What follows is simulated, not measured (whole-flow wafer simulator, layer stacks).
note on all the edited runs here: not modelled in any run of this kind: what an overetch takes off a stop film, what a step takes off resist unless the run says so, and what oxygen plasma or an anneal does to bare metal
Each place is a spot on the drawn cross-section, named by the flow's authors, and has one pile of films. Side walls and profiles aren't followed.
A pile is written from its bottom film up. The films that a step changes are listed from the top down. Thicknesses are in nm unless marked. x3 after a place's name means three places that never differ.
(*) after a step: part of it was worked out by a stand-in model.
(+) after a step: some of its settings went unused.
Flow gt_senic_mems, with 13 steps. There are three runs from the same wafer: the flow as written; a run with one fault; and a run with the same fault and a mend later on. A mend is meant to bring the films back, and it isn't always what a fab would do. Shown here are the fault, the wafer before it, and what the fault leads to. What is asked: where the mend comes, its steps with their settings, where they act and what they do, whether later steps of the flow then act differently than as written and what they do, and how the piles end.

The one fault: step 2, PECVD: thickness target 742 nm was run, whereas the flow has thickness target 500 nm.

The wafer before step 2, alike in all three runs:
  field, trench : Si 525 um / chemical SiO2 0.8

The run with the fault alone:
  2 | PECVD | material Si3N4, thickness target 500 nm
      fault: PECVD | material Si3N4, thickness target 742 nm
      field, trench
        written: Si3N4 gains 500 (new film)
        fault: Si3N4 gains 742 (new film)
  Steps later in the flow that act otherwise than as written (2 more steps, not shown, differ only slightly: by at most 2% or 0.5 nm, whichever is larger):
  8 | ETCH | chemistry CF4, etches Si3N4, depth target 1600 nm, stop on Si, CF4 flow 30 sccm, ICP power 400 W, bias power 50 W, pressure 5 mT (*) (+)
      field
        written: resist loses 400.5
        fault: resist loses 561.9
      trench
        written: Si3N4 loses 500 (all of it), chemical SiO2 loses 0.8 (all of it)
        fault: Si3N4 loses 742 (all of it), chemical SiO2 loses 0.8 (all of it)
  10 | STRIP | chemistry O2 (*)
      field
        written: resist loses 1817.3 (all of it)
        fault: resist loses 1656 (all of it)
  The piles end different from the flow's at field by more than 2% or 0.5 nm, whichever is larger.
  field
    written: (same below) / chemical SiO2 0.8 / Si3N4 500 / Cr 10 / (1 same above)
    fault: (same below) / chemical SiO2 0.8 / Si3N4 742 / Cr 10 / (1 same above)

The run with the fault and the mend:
  After step 2 comes the mend.
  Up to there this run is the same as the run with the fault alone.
  2a | ETCH | chemistry h3po4, depth target 242 nm
      field, trench
        Si3N4 loses 242
  Later steps of the flow that are run all act as written at every place that is followed.
  At every place that both follow, the piles at the end match the flow's.
